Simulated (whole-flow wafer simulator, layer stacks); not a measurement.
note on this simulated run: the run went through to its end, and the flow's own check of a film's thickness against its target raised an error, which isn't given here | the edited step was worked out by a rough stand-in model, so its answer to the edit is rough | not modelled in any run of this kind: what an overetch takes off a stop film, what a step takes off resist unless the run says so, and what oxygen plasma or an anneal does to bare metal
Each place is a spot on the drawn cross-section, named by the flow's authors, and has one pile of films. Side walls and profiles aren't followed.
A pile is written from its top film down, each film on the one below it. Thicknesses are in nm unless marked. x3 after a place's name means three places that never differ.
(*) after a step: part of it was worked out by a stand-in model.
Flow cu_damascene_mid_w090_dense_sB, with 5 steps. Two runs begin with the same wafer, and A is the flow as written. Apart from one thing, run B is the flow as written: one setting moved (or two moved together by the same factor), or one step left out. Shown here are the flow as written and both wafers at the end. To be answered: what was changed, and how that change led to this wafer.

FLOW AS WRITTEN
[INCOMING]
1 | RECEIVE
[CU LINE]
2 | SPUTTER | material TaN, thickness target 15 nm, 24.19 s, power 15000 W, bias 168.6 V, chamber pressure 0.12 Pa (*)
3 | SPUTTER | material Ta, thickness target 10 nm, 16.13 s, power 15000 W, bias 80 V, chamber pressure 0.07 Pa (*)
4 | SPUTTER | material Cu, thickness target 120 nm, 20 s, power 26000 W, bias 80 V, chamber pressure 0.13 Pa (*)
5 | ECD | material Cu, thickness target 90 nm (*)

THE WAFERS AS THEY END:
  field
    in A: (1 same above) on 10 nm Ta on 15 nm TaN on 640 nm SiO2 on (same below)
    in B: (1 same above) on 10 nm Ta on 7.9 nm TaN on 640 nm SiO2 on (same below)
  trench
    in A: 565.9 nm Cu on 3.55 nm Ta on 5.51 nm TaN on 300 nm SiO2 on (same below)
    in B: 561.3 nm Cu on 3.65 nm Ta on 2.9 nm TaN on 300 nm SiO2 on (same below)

What caused this: step 2, SPUTTER: thickness target 7.9 nm was run, whereas the flow has thickness target 15 nm; step 2, SPUTTER: 12.7 s was run, where the flow has 24.19 s.
One can read it off the wafer: field has TaN 7.9, and step 2 as written asks for 15 nm.

How this came from the change, step by step:
  2 | SPUTTER | material TaN, thickness target 15 nm, 24.19 s, power 15000 W, bias 168.6 V, chamber pressure 0.12 Pa (*)
      field: A +15 TaN (new film) | B +7.9 TaN (new film)
      trench: A +5.51 TaN (new film) | B +2.9 TaN (new film)
  4 | SPUTTER | material Cu, thickness target 120 nm, 20 s, power 26000 W, bias 80 V, chamber pressure 0.13 Pa (*)
      trench: A +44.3 Cu (new film) | B +45.5 Cu (new film)
